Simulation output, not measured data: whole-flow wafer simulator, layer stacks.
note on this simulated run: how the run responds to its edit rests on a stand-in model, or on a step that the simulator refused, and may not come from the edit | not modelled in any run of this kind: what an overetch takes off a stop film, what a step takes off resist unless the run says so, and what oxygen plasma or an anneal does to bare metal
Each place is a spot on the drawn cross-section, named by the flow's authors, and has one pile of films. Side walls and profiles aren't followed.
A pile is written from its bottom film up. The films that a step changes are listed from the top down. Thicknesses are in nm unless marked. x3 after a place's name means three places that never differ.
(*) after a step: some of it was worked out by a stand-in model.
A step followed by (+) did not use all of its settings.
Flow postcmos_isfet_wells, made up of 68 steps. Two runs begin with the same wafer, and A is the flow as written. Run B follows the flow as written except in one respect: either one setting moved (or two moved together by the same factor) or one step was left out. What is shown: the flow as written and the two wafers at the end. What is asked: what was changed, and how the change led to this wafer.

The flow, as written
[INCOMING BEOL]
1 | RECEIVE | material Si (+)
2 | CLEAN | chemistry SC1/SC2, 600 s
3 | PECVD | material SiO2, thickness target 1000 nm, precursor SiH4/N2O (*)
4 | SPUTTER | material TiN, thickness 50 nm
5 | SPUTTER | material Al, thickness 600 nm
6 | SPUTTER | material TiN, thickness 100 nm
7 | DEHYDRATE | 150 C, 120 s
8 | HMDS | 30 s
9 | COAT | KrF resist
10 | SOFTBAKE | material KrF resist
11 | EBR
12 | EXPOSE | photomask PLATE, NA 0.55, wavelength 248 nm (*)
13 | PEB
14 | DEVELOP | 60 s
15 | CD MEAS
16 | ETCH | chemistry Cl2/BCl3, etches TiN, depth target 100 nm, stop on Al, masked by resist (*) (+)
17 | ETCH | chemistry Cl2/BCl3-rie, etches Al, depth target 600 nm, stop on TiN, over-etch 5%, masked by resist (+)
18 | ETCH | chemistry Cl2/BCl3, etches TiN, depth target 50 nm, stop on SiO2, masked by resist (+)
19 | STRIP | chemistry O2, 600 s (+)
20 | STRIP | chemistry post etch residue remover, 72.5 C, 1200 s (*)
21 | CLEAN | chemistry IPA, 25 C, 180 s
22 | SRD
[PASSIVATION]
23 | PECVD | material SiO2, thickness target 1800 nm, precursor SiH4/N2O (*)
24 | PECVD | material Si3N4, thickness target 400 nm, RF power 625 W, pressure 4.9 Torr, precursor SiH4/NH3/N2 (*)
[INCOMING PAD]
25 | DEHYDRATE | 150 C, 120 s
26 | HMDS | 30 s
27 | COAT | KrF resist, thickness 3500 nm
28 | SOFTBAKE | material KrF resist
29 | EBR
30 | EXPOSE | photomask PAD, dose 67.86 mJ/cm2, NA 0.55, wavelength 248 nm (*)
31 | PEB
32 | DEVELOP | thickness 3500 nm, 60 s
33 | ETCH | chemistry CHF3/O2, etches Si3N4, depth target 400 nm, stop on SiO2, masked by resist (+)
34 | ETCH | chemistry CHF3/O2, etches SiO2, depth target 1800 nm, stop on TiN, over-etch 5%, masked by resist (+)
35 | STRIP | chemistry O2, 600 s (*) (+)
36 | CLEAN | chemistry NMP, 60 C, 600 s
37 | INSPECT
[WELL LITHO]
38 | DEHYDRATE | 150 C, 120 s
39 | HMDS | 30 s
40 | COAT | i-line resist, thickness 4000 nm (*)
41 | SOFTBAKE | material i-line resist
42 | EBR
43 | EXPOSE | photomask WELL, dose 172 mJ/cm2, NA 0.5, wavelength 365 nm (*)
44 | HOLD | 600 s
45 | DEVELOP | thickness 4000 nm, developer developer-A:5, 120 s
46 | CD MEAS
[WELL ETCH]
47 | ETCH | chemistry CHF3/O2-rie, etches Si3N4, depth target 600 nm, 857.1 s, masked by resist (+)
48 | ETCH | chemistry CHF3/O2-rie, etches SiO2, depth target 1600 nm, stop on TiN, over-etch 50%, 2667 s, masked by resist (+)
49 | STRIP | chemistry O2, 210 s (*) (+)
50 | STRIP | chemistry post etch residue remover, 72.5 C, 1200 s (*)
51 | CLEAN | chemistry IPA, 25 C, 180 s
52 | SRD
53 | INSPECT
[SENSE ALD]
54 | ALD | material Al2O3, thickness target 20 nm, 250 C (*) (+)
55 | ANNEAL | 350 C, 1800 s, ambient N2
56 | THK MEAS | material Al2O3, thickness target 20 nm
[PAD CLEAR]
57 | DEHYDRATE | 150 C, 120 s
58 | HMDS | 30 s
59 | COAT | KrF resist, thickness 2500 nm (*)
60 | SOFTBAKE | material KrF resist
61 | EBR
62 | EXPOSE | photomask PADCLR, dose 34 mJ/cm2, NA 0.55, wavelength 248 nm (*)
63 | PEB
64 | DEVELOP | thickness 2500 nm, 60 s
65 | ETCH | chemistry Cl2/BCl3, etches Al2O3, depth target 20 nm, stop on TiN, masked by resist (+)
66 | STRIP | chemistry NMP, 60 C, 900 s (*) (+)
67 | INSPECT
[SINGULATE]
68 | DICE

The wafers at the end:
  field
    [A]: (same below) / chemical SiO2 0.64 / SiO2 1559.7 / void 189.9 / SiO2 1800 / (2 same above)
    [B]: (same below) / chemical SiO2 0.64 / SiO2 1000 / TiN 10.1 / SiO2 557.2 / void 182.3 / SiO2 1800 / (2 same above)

What caused this: step 18, ETCH: depth target 39.5 nm was run, though the flow has depth target 50 nm.

Step by step, how the change led to this:
  18 | ETCH | chemistry Cl2/BCl3, etches TiN, depth target 50 nm, stop on SiO2, masked by resist (+)
      field: A -50 TiN (all of it) | B -39.5 TiN
      margin, well900, well1300 x3, pad_rim, pad_clr, pad_open: A -20 KrF resist | B -15.8 KrF resist
  23 | PECVD | material SiO2, thickness target 1800 nm, precursor SiH4/N2O (*)
      field: A +1800 SiO2 (new film), +189.9 void (new film), +559.7 SiO2 | B +1800 SiO2 (new film), +182.3 void (new film), +557.2 SiO2 (new film)
If metal films that touch count as one body, field has 1 body; the flow as written gives 0 bodies.
